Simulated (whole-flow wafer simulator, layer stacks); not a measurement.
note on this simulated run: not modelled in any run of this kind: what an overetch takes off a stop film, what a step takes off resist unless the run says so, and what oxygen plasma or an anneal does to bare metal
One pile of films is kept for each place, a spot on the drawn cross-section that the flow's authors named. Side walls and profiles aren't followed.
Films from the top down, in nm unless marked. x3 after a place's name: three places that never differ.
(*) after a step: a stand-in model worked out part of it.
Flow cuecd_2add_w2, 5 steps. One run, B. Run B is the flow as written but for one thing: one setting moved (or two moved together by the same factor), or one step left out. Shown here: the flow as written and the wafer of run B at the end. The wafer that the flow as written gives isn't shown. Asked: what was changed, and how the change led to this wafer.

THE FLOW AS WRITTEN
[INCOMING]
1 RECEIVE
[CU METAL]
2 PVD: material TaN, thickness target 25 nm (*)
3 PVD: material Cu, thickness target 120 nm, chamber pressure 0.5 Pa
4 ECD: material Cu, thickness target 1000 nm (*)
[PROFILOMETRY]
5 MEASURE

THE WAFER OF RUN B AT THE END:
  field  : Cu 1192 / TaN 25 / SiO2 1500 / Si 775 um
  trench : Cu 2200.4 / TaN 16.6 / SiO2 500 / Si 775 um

The cause: step 3, PVD: thickness target 192 nm was run, where the flow has thickness target 120 nm.

How the change led to this, step by step:
  3 PVD: material Cu, thickness target 120 nm, chamber pressure 0.5 Pa
      field: Cu +192 (new film) (as written it would be: Cu +120 (new film))
      trench: Cu +128.8 (new film) (as written it would be: Cu +80.8 (new film))
